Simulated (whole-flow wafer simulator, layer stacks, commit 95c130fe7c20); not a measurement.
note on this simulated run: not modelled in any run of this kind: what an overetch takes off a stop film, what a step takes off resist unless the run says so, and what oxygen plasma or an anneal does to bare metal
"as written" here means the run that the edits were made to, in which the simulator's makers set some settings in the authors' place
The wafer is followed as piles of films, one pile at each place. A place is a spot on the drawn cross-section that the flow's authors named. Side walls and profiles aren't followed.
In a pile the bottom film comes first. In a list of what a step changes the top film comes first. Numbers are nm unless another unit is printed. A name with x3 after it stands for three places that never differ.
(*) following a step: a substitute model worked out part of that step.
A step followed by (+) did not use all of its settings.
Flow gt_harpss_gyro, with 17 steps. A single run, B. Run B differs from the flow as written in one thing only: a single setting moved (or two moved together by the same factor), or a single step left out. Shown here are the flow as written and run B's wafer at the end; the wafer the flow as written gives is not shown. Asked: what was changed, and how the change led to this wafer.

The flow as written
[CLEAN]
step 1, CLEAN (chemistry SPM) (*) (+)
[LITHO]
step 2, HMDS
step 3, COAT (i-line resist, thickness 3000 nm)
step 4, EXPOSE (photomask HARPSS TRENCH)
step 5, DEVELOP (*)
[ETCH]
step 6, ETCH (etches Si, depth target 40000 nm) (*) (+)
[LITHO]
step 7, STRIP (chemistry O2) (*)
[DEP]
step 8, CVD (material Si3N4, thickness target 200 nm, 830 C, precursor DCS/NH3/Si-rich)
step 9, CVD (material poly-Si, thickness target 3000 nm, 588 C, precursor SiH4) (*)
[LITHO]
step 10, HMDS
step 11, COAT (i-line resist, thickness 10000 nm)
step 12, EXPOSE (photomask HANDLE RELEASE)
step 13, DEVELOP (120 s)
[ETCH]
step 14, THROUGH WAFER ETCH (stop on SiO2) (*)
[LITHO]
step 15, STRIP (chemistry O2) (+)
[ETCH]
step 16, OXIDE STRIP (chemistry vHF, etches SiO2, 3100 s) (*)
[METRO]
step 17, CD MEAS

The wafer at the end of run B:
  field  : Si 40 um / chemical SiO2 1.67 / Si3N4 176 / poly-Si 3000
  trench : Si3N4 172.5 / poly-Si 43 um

Cause: step 8, CVD: thickness target 176 nm was run, whereas the flow has thickness target 200 nm.
The wafer itself shows it: field has Si3N4 176, and step 8 as written asks for 200 nm.

How this came from the change, step by step:
  step 8, CVD (material Si3N4, thickness target 200 nm, 830 C, precursor DCS/NH3/Si-rich)
      field: Si3N4 gains 176 (new film) (in the flow as written it would be: Si3N4 gains 200 (new film))
      trench: Si3N4 gains 172.5 (new film) (in the flow as written it would be: Si3N4 gains 195.9 (new film))
  step 9, CVD (material poly-Si, thickness target 3000 nm, 588 C, precursor SiH4) (*)
      trench: poly-Si gains 43 um (new film) (in the flow as written it would be: poly-Si gains 43.01 um (new film))
